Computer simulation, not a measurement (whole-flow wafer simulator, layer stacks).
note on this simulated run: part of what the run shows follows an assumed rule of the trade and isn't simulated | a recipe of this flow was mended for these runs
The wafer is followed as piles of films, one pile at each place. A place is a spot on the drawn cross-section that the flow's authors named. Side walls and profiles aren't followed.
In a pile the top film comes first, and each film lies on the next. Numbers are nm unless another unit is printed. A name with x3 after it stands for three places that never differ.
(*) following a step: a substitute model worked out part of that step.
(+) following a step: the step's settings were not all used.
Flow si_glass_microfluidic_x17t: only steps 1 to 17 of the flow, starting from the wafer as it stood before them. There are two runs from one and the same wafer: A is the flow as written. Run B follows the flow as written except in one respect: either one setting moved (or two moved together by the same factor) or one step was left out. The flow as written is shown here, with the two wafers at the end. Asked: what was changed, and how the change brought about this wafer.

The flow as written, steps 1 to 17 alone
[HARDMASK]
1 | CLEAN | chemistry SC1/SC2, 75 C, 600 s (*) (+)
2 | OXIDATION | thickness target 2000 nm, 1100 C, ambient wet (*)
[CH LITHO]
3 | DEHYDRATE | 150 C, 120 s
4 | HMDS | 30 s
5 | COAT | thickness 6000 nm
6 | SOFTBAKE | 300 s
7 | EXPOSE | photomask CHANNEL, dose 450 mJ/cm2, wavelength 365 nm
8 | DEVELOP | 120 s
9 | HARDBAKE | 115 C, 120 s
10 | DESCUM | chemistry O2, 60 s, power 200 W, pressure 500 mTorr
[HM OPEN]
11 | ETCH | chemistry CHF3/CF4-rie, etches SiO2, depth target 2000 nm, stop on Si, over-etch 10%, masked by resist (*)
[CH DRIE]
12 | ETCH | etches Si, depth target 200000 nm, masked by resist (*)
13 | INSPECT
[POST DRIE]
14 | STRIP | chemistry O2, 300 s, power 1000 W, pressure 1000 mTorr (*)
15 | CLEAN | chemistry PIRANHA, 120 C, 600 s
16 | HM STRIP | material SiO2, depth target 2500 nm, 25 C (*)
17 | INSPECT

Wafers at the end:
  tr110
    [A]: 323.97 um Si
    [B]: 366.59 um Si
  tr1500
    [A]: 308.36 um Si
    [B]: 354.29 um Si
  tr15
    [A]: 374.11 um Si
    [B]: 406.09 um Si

What caused this: step 11, ETCH: depth target 1560 nm was run, whereas the flow has depth target 2000 nm.

The path from the change to this, step by step:
  11 | ETCH | chemistry CHF3/CF4-rie, etches SiO2, depth target 2000 nm, stop on Si, over-etch 10%, masked by resist (*)
      tr110, tr1500, tr15: A -2000 SiO2 (all of it), -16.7 Si | B -1716 SiO2
      land: A -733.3 thick-i-line-resist | B -572 thick-i-line-resist
  12 | ETCH | etches Si, depth target 200000 nm, masked by resist (*)
      tr110: A -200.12 um Si | B -284 SiO2 (all of it), -157.52 um Si
      tr1500: A -215.73 um Si | B -284 SiO2 (all of it), -169.83 um Si
      (as well as at 1 more place)
  14 | STRIP | chemistry O2, 300 s, power 1000 W, pressure 1000 mTorr (*)
      land: A -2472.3 thick-i-line-resist (all of it) | B -2633.4 thick-i-line-resist (all of it)
